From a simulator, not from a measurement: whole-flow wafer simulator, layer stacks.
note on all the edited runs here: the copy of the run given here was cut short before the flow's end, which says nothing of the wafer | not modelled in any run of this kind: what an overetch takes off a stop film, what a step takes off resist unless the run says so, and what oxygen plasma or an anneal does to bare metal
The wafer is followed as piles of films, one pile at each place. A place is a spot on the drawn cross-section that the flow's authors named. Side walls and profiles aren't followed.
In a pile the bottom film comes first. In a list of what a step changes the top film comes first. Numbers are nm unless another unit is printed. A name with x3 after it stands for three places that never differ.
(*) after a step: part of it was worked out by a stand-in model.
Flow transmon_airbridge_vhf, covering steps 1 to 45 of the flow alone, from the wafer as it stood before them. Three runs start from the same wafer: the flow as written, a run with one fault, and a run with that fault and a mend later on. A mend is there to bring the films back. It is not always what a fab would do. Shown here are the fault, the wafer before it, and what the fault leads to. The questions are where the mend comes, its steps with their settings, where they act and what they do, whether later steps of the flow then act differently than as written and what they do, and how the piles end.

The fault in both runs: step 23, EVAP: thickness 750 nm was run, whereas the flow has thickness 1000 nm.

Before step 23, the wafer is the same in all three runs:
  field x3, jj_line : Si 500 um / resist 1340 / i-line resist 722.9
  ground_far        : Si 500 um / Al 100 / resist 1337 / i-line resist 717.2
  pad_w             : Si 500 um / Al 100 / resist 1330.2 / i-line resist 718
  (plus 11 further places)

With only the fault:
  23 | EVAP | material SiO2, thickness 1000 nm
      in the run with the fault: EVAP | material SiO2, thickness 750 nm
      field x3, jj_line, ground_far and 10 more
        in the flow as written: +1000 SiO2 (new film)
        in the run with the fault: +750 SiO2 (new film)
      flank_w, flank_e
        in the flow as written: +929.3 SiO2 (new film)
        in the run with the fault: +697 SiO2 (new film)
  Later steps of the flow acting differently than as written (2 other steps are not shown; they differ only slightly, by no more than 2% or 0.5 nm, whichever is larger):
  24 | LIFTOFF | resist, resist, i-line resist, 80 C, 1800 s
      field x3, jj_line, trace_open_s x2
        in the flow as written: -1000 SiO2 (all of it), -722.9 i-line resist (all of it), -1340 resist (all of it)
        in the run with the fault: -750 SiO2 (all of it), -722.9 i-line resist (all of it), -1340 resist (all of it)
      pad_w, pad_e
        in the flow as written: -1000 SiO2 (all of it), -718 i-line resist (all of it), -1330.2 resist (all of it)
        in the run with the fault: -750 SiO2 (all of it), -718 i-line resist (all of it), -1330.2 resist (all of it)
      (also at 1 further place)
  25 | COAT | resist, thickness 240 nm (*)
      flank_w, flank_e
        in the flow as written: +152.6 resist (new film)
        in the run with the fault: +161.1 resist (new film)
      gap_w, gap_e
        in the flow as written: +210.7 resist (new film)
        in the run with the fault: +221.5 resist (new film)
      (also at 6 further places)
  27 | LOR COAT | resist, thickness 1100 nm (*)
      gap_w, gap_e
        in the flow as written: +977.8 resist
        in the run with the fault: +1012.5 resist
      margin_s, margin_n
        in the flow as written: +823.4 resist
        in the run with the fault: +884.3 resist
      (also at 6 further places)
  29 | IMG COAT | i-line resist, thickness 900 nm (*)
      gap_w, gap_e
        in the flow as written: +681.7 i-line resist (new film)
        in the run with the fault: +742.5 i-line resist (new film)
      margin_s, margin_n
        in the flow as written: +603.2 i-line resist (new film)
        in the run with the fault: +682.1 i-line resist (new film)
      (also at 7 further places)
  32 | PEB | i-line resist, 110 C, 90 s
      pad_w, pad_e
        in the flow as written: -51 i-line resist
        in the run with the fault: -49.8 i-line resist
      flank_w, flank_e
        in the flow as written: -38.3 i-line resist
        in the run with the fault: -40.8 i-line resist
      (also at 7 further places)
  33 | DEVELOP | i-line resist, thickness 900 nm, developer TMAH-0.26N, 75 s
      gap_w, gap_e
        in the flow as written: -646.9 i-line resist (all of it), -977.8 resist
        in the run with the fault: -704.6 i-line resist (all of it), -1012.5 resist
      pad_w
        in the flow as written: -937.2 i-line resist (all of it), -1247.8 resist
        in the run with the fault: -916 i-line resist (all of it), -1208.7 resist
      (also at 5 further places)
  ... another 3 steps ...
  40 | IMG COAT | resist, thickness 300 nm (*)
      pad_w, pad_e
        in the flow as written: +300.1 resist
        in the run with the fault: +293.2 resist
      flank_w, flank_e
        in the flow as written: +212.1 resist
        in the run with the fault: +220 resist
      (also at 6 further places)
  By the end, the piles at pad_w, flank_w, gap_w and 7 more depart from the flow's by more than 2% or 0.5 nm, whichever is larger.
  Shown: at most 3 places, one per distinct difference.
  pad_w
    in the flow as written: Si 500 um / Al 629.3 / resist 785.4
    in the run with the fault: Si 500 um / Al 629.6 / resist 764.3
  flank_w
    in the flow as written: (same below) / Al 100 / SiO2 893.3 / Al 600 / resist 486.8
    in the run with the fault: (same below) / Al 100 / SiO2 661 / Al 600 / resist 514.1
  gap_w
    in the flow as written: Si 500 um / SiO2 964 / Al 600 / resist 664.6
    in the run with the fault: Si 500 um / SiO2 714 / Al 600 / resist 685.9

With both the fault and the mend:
  The mend stands after step 23.
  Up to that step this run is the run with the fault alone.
  23a | EVAP | material SiO2, thickness 250 nm (a further turn of the flow's step 23, with different settings)
      field x3, jj_line, ground_far and 10 more
        +250 SiO2
      flank_w, flank_e
        +232.5 SiO2
  None of the later steps of the flow differs from how it acts as written, at any place that is followed, by more than 2% or 0.5 nm, whichever is larger.
  When the end is reached, the piles differ only a little from the flow's at the places that both follow, at most by 2% or 0.5 nm, whichever is larger.
